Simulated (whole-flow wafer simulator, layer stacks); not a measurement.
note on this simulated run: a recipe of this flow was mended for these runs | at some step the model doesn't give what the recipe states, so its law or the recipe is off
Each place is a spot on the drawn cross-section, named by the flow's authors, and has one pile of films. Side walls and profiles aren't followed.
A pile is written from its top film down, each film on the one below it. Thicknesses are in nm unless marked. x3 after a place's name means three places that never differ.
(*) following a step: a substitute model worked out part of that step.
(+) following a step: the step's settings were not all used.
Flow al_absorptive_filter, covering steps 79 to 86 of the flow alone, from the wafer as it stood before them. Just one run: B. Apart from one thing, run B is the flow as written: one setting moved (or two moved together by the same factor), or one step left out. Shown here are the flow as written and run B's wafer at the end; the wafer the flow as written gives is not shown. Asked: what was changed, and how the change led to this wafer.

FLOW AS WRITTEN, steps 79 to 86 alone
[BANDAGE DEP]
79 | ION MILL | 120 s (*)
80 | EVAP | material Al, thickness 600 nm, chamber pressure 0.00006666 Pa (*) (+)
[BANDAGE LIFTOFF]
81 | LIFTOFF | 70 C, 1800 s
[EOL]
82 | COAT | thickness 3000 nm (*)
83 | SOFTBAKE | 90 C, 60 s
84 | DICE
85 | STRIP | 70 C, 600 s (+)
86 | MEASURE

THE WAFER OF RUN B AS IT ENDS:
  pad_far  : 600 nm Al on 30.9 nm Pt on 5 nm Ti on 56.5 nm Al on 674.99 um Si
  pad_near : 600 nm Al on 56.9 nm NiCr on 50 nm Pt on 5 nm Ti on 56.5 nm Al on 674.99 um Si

What caused this: step 79, ION MILL: 156 s was run, whereas the flow has 120 s.

How this came from the change, step by step:
  79 | ION MILL | 120 s (*)
      gnd, ledge, res and 9 more: i-line-resist loses 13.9 (in the flow as written it would be: i-line-resist loses 10.7)
      pad_far: Pt loses 19.1 (in the flow as written it would be: Pt loses 14.7)
      (also at 1 further place)
